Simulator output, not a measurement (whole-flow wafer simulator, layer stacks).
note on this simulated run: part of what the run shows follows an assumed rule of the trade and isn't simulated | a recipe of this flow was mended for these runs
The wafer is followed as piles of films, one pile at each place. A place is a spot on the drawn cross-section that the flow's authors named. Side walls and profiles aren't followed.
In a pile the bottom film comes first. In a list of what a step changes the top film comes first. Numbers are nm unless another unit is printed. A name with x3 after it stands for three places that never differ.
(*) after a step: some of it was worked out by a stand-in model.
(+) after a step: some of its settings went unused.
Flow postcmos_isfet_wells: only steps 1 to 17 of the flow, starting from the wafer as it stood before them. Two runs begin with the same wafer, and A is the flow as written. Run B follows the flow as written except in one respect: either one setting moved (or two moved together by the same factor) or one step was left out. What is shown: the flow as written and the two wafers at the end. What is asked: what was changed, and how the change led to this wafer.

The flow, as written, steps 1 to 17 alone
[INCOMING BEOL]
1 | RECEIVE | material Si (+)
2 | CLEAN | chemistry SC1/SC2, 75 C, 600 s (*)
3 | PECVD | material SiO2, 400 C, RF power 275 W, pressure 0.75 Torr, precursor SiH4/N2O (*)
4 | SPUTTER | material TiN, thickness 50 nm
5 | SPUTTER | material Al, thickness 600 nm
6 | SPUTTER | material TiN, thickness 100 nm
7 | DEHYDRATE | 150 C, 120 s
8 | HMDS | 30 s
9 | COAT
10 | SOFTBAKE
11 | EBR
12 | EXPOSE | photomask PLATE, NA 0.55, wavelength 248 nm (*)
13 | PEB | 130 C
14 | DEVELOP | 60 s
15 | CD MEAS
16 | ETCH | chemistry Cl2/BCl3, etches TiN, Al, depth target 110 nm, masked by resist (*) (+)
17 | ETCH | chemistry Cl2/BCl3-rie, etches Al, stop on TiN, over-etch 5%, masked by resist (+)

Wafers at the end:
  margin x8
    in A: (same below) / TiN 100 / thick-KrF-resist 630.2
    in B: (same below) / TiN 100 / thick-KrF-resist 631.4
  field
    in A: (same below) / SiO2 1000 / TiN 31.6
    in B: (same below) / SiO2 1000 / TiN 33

What caused this: step 17, ETCH: over-etch 4.6% was run, though the flow has over-etch 5%.

Step by step, how the change led to this:
  17 | ETCH | chemistry Cl2/BCl3-rie, etches Al, stop on TiN, over-etch 5%, masked by resist (+)
      field: A Al loses 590 (all of it), TiN loses 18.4 | B Al loses 590 (all of it), TiN loses 17
